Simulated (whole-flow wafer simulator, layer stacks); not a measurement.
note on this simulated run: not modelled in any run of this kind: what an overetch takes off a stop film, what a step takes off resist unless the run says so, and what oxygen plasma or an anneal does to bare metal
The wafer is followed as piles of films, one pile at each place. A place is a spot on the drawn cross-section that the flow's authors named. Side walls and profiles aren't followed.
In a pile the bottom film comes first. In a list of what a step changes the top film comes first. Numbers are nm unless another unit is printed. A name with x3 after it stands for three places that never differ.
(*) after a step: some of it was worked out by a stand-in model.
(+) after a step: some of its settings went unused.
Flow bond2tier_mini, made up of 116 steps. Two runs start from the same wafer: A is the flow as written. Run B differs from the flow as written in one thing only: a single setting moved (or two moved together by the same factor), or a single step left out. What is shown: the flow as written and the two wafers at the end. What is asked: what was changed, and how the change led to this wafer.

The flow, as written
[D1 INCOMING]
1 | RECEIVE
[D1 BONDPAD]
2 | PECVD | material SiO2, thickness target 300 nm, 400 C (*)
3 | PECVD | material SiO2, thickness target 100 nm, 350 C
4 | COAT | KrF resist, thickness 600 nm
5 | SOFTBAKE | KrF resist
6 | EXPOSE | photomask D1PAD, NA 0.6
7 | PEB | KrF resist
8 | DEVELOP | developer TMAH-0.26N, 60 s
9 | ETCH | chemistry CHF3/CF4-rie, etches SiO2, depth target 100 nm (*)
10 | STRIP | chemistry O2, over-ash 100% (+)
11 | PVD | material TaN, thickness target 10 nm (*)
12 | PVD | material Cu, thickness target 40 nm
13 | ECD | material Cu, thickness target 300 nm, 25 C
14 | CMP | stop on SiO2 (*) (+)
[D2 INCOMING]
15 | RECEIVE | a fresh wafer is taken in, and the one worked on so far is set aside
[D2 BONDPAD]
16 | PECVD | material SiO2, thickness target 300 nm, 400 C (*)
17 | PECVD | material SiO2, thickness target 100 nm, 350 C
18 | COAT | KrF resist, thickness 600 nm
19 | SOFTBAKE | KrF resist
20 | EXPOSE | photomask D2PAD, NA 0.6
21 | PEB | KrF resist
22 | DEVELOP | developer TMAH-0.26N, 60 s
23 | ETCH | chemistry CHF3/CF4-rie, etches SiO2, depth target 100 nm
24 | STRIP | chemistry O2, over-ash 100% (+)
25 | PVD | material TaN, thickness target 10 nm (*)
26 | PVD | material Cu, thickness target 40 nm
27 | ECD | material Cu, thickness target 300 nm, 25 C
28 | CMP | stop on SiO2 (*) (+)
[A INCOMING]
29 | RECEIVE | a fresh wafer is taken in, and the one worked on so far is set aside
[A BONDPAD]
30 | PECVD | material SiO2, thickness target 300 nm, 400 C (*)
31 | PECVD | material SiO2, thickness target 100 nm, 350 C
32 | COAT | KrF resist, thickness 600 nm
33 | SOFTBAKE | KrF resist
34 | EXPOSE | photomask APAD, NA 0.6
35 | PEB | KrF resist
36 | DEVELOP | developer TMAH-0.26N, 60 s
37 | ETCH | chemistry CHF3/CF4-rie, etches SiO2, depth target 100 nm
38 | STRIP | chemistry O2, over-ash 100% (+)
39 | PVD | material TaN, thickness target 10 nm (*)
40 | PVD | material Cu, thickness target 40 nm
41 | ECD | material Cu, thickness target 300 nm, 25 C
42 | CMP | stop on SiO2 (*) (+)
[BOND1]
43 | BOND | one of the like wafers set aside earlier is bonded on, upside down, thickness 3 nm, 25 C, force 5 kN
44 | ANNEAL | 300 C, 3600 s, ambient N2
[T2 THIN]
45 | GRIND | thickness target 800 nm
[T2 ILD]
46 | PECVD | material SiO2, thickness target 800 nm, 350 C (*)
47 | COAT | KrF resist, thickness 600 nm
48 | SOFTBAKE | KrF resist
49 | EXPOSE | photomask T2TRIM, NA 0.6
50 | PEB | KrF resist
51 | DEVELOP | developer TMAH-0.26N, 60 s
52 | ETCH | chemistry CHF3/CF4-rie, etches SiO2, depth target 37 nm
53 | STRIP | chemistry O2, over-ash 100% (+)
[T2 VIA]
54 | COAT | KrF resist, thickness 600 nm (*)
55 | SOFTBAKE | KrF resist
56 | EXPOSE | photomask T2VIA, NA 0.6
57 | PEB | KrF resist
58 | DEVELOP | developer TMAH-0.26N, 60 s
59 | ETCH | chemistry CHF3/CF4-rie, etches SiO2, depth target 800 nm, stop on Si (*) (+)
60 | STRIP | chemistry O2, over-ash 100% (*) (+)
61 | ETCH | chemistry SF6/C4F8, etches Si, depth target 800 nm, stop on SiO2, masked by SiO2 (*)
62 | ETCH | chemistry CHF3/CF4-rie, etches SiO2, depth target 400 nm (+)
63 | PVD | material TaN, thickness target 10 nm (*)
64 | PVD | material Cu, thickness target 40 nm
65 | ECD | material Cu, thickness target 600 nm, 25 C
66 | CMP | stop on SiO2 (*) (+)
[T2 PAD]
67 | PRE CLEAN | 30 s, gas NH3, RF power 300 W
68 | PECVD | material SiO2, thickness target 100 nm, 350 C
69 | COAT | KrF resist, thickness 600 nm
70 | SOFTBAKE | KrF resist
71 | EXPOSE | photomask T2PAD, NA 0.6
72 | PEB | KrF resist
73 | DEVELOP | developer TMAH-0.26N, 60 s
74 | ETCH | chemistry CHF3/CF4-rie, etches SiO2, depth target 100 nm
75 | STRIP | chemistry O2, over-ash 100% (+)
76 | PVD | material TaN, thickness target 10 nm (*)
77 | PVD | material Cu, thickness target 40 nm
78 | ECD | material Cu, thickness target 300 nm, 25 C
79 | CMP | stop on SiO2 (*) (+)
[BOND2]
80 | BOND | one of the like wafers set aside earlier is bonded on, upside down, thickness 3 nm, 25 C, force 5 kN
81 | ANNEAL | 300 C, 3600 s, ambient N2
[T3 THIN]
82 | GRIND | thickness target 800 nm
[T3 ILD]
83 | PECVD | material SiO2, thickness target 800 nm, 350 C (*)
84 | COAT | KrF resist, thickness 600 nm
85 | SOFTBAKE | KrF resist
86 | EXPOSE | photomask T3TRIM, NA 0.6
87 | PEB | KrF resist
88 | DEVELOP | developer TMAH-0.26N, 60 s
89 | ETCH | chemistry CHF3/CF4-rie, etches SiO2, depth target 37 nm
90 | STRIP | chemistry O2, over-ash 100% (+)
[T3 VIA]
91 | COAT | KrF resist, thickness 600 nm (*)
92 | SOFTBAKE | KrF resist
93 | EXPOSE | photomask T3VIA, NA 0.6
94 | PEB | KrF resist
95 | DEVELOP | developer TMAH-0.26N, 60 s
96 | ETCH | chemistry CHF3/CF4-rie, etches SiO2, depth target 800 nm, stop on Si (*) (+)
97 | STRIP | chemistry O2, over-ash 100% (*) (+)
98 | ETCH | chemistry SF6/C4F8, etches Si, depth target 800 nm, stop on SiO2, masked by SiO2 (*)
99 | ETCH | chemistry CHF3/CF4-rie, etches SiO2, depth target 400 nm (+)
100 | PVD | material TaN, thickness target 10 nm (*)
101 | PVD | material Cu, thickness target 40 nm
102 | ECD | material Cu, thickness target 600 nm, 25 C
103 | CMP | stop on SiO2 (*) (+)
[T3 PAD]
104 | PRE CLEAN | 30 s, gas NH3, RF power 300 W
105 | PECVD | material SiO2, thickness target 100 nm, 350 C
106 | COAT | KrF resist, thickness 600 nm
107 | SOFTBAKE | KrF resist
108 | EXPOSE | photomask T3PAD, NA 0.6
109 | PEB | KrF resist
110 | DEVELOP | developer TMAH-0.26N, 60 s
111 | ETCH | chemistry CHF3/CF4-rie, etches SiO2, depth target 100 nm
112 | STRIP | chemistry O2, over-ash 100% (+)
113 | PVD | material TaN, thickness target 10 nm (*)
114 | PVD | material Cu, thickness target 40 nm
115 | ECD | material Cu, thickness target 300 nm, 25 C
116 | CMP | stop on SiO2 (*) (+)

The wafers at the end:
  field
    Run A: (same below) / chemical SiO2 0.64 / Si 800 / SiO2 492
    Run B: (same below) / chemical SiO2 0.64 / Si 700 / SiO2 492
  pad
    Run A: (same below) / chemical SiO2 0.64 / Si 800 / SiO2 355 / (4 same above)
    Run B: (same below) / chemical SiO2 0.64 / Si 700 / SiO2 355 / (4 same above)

The reason: step 82, GRIND: thickness target 700 nm was run, though the flow has thickness target 800 nm.
The wafer itself shows it: field has Si 700, and step 82 as written asks for 800 nm.

Step by step, how the change led to this:
  82 | GRIND | thickness target 800 nm
      field, pad: A -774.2 um Si | B -774.3 um Si
